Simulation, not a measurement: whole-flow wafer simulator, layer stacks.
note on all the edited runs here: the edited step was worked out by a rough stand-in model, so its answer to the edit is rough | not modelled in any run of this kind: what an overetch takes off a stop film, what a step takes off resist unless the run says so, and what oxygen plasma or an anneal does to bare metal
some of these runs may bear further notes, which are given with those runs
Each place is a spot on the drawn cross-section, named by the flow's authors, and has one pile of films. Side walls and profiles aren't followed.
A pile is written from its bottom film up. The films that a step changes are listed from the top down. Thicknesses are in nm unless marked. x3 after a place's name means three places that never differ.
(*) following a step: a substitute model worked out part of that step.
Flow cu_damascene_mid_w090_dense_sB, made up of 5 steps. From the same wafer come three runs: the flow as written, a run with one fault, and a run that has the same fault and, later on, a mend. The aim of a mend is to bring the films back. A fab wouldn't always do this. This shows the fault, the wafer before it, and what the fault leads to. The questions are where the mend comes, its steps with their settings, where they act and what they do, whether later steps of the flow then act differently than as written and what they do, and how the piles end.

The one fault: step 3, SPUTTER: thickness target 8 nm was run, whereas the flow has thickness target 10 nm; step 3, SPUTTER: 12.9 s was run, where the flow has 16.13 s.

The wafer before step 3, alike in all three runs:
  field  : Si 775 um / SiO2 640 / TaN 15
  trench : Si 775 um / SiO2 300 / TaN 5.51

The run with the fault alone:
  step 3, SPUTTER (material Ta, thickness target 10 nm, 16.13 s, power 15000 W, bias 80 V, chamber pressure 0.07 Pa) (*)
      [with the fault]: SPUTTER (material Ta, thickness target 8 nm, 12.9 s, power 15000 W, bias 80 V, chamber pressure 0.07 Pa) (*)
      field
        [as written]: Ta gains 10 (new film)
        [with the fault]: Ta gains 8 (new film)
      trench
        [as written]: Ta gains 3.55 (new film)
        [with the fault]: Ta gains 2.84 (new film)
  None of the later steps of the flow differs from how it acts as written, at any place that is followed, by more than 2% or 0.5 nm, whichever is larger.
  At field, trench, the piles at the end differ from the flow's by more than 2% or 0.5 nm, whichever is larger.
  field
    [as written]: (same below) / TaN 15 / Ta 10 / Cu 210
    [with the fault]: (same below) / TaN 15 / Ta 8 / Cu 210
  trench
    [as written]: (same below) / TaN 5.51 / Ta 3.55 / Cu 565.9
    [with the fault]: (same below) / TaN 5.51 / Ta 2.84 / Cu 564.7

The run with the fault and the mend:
  The mend follows step 3.
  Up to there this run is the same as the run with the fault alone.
  step 3a, SPUTTER (material Ta, thickness target 2 nm, 3.226 s, power 15000 W, bias 80 V, chamber pressure 0.07 Pa) (*) (the flow's step 3, run once more with other settings)
      field
        Ta gains 2
      trench
        Ta gains 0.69
  None of the later steps of the flow acts differently than as written at any place that is followed.
  The piles end only slightly different from the flow's at the places that both follow, by no more than 2% or 0.5 nm, whichever is larger.
